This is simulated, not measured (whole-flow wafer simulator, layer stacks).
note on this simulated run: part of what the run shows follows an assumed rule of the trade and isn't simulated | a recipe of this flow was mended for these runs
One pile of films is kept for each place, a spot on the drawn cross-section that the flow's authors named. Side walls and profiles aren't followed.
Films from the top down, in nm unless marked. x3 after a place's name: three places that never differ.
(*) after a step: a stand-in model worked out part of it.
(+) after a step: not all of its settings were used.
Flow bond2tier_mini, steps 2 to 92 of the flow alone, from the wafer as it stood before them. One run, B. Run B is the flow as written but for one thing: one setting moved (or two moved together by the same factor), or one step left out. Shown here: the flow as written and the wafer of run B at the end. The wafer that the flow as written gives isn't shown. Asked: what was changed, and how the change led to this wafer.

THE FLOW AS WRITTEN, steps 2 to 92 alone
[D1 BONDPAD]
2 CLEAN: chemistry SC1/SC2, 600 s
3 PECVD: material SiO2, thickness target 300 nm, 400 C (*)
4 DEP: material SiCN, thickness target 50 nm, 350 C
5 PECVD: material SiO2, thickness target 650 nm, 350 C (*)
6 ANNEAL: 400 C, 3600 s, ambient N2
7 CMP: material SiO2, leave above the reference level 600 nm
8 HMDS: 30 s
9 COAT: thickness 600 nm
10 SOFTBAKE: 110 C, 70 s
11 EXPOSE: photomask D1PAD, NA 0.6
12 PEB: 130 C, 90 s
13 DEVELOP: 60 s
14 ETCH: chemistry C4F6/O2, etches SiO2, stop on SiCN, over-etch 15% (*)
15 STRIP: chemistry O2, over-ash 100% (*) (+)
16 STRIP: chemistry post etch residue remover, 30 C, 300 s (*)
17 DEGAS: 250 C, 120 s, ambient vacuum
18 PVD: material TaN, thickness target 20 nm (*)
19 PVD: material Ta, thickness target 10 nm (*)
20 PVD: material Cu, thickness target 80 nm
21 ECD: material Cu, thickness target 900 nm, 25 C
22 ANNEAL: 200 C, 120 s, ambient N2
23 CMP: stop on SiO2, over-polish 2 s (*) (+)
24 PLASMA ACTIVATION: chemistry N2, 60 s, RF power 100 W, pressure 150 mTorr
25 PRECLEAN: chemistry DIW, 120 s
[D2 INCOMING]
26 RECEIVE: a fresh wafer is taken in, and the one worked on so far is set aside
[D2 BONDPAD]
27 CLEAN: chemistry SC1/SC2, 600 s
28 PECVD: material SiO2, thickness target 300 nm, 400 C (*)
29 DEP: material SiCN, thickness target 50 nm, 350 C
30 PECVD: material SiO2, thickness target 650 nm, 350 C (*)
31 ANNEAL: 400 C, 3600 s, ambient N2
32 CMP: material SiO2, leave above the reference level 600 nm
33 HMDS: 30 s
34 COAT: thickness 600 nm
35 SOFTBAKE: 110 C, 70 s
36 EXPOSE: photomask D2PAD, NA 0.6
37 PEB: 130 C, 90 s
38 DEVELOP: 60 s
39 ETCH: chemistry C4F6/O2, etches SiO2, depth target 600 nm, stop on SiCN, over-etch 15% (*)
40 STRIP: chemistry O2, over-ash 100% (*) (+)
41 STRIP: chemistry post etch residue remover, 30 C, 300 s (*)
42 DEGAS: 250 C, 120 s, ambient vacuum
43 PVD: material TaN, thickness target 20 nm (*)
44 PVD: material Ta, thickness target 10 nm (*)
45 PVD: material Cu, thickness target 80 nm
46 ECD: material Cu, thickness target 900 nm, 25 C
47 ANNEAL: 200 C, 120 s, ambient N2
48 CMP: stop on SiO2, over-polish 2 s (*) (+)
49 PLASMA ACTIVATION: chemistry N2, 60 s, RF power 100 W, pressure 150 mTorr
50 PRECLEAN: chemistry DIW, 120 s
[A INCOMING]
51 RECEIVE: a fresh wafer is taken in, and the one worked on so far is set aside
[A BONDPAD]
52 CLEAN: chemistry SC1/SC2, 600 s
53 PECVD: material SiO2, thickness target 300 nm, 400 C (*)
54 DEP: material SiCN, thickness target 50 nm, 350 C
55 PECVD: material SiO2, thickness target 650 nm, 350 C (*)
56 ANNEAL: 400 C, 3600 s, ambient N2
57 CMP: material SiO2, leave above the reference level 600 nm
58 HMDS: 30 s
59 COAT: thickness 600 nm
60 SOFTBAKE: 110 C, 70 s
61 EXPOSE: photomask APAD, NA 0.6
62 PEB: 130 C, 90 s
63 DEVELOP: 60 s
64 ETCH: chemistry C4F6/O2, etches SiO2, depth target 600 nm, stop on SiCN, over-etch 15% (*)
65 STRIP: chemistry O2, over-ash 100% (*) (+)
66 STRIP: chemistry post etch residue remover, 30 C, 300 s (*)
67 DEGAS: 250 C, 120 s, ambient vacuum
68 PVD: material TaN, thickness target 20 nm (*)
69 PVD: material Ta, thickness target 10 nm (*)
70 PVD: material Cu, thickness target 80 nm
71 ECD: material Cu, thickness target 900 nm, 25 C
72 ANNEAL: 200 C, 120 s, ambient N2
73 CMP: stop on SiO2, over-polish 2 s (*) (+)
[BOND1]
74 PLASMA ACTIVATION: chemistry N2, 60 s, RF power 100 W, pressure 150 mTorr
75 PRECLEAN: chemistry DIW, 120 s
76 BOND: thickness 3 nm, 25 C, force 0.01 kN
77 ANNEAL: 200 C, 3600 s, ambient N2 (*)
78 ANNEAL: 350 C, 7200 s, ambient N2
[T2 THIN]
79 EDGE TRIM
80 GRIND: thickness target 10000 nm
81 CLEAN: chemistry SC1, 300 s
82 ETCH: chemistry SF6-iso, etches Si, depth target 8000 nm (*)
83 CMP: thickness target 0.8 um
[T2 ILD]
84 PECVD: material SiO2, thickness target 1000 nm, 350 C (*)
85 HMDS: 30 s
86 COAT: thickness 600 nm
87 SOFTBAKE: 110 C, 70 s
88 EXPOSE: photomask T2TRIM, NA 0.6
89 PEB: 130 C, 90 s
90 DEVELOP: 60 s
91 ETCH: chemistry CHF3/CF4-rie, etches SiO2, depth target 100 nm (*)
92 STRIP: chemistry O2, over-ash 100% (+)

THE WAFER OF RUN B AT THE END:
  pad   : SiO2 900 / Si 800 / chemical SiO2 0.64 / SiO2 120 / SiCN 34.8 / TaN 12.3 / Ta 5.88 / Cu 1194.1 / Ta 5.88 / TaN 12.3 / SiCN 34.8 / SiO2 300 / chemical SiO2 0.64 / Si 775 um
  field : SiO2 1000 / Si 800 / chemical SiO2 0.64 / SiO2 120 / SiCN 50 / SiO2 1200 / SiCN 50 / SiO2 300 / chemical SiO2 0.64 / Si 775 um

The cause: step 3, PECVD: thickness target 120 nm was run, where the flow has thickness target 300 nm.
It can be read off the wafer: pad has SiO2 120, and step 3 as written asks for 300 nm.

How the change led to this, step by step:
  3 PECVD: material SiO2, thickness target 300 nm, 400 C (*)
      field, pad, via: SiO2 +120 (new film) (as written it would be: SiO2 +300 (new film))
  76 BOND: thickness 3 nm, 25 C, force 0.01 kN
      field: Si +775 um (new film), chemical SiO2 +0.64 (new film), SiO2 +120 (new film), SiCN +50 (new film), SiO2 +600 (as written it would be: Si +775 um (new film), chemical SiO2 +0.64 (new film), SiO2 +300 (new film), SiCN +50 (new film), SiO2 +600)
      pad: Si +775 um (new film), chemical SiO2 +0.64 (new film), SiO2 +120 (new film), SiCN +34.8 (new film), TaN +12.3 (new film), Ta +5.88 (new film), Cu +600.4 (as written it would be: Si +775 um (new film), chemical SiO2 +0.64 (new film), SiO2 +300 (new film), SiCN +34.8 (new film), TaN +12.3 (new film), Ta +5.88 (new film), Cu +600.4)
      (and at 1 more place)
